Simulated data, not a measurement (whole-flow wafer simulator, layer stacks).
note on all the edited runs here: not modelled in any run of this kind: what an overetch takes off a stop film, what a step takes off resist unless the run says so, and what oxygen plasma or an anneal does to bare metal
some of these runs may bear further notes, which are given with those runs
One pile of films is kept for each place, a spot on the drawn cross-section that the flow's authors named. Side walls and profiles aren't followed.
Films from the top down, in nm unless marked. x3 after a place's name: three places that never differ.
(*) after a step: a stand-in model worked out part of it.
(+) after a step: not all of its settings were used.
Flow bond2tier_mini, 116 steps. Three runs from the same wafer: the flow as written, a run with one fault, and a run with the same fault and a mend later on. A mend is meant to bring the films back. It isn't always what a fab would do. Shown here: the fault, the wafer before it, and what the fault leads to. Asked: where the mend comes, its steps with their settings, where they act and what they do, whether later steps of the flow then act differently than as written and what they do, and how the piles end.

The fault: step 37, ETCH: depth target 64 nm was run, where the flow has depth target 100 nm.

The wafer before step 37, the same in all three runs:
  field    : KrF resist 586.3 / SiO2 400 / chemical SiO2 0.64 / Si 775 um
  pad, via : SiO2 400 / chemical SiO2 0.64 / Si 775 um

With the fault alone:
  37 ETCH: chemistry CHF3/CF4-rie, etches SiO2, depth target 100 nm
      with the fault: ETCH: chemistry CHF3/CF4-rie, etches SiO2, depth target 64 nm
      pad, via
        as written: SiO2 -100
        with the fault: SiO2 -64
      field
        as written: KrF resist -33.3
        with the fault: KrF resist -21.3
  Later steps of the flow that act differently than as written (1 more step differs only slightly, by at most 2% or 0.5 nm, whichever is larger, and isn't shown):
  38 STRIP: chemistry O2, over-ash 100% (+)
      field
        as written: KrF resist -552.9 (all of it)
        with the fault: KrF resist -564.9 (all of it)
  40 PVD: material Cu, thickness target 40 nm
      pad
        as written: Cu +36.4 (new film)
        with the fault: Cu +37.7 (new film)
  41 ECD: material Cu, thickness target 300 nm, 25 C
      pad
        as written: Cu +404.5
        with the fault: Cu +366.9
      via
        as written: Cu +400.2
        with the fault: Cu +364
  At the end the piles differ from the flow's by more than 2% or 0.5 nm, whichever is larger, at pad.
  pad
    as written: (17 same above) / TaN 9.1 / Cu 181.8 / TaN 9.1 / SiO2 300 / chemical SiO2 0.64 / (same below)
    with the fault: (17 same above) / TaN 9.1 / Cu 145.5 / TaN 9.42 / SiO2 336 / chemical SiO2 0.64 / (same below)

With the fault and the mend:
  The mend comes after step 38.
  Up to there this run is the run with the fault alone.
  38a COAT: KrF resist, thickness 600 nm (*) (the flow's step 32 once more)
      field
        KrF resist +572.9 (new film)
      pad
        KrF resist +628.3 (new film)
      via
        KrF resist +624.8 (new film)
  38b SOFTBAKE: KrF resist (the flow's step 33 once more)
      changes no film at any place that is followed
  38c EXPOSE: photomask APAD, NA 0.6 (the flow's step 34 once more)
      changes no film at any place that is followed
  38d PEB: KrF resist (the flow's step 35 once more)
      changes no film at any place that is followed
  38e DEVELOP: developer TMAH-0.26N, 60 s (the flow's step 36 once more)
      field
        KrF resist -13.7
      pad
        KrF resist -628.3 (all of it)
      via
        KrF resist -624.8 (all of it)
  38f ETCH: chemistry CHF3/CF4-rie, etches SiO2, depth target 36 nm (the flow's step 37 once more, with other settings)
      pad, via
        SiO2 -36
      field
        KrF resist -12
  38g STRIP: chemistry O2, over-ash 100% (+) (the flow's step 38 once more)
      field
        KrF resist -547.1 (all of it)
  No later step of the flow acts differently than as written at any place that is followed.
  At the end the piles are the same as the flow's at every place that both follow.
